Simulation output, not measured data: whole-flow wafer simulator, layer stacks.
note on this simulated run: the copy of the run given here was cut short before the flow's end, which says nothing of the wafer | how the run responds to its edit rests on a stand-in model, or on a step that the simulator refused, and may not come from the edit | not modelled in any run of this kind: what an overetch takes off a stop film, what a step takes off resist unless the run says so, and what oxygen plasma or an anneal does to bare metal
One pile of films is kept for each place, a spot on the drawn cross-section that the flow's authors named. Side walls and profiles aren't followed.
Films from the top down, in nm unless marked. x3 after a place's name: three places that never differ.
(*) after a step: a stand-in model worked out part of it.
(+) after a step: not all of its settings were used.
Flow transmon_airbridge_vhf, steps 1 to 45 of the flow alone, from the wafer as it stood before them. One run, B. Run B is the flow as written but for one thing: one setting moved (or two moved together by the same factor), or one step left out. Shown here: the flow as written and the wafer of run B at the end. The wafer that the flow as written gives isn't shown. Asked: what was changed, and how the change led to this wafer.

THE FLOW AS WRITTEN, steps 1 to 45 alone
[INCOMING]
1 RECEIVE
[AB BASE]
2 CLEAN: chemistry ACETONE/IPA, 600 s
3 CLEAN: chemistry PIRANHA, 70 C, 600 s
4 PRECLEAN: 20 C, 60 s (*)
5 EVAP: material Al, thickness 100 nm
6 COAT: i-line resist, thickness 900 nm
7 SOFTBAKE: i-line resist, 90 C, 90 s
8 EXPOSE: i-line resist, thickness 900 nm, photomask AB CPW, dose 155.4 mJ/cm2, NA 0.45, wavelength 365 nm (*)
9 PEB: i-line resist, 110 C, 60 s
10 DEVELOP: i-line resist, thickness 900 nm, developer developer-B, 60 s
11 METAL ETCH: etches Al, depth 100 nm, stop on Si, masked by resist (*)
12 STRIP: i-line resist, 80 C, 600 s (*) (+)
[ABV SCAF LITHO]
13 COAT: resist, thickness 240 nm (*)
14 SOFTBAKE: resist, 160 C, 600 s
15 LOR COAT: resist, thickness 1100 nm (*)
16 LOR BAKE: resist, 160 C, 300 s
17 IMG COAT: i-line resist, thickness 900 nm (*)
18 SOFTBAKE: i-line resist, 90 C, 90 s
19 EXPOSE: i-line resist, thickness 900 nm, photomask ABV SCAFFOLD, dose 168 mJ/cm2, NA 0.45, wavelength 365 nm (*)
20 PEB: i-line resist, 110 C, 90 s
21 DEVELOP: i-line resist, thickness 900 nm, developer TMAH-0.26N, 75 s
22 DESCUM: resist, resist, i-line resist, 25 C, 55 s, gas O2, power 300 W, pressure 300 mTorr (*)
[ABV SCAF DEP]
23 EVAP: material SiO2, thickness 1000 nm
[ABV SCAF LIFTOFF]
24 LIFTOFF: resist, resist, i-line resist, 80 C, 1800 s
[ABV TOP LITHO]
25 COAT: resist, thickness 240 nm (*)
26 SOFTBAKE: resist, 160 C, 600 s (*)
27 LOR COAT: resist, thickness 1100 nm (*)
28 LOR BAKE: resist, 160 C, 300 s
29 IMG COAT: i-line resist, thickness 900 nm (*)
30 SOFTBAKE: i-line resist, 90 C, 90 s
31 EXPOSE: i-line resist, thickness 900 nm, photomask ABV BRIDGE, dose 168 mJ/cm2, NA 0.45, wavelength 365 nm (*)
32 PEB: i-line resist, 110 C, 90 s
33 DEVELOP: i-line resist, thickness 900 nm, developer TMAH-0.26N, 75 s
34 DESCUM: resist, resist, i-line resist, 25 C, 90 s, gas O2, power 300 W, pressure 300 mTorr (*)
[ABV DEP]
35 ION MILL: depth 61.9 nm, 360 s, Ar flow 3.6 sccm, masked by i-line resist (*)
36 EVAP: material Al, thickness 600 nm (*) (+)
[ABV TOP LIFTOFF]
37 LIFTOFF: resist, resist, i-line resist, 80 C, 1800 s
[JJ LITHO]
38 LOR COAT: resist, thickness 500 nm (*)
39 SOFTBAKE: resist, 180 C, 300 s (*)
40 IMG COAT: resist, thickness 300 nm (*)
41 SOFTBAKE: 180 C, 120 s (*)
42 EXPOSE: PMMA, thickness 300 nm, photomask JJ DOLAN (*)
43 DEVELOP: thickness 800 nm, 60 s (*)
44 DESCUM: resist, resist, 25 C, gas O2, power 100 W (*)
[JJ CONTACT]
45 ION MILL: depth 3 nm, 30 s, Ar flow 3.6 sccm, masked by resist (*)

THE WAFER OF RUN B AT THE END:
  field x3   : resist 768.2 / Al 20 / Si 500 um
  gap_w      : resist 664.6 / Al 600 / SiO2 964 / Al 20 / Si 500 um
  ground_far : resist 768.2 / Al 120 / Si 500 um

The cause: step 5, EVAP: thickness 120 nm was run, where the flow has thickness 100 nm.
It can be read off the wafer: ground_far has Al 120, and step 5 as written asks for 100 nm.

How the change led to this, step by step:
  5 EVAP: material Al, thickness 100 nm
      field x3, jj_line, ground_far and 12 more: Al +120 (new film) (as written it would be: Al +100 (new film))
  11 METAL ETCH: etches Al, depth 100 nm, stop on Si, masked by resist (*)
      field x3, jj_line, gap_w, gap_e: Al -100 (as written it would be: Al -100 (all of it))
  45 ION MILL: depth 3 nm, 30 s, Ar flow 3.6 sccm, masked by resist (*)
      jj_line: Al -20 (all of it), Si -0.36 (as written it would be: Si -11.6)
Counting metal films that touch as one body, field x3 has 1 body; the flow as written gives 0 bodies.
Counting metal films that touch as one body, gap_w has 2 bodies (between them, from the top down: SiO2 964); the flow as written gives 1 body.
